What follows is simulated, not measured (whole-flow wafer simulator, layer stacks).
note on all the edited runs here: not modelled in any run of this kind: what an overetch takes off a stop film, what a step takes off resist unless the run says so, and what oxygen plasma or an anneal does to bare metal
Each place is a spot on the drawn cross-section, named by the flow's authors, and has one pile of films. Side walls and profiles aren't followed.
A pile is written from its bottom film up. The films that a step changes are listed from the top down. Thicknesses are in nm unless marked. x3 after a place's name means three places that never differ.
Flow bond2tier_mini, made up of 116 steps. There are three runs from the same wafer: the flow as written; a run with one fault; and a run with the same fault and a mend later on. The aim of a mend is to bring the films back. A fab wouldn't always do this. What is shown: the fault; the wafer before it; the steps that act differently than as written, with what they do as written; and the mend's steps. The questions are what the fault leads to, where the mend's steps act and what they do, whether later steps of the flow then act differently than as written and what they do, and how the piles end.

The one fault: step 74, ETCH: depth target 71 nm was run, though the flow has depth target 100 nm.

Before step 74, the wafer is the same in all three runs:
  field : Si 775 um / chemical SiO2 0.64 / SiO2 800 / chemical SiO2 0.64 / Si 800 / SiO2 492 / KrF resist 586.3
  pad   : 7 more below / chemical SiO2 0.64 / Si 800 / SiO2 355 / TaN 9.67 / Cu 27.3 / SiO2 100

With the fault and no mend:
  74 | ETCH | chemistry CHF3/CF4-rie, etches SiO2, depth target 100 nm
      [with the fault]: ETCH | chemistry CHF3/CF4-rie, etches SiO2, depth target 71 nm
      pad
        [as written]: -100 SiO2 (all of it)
        [with the fault]: -71 SiO2
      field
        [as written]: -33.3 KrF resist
        [with the fault]: -23.7 KrF resist
  Later steps of the flow acting differently than as written (not shown: 2 more steps that differ only slightly, by at most 2% or 0.5 nm, whichever is larger):
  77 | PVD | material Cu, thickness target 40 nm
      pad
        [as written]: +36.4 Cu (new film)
        [with the fault]: +37.4 Cu (new film)
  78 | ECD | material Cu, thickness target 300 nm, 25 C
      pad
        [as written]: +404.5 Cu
        [with the fault]: +374.2 Cu
  At pad, the piles at the end differ from the flow's by more than 2% or 0.5 nm, whichever is larger.
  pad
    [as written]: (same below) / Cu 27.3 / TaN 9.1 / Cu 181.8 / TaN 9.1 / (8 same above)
    [with the fault]: (same below) / Cu 27.3 / SiO2 29 / TaN 9.36 / Cu 152.5 / TaN 9.1 / (8 same above)

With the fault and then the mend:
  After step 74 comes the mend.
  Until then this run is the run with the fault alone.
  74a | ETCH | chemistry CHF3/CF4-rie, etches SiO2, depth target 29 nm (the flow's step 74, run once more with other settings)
      field
        -9.67 KrF resist
      pad
        -29 SiO2 (all of it)
  Later steps of the flow that are run all act as written at every place that is followed.
  By the end, the piles equal the flow's at every place that both follow.
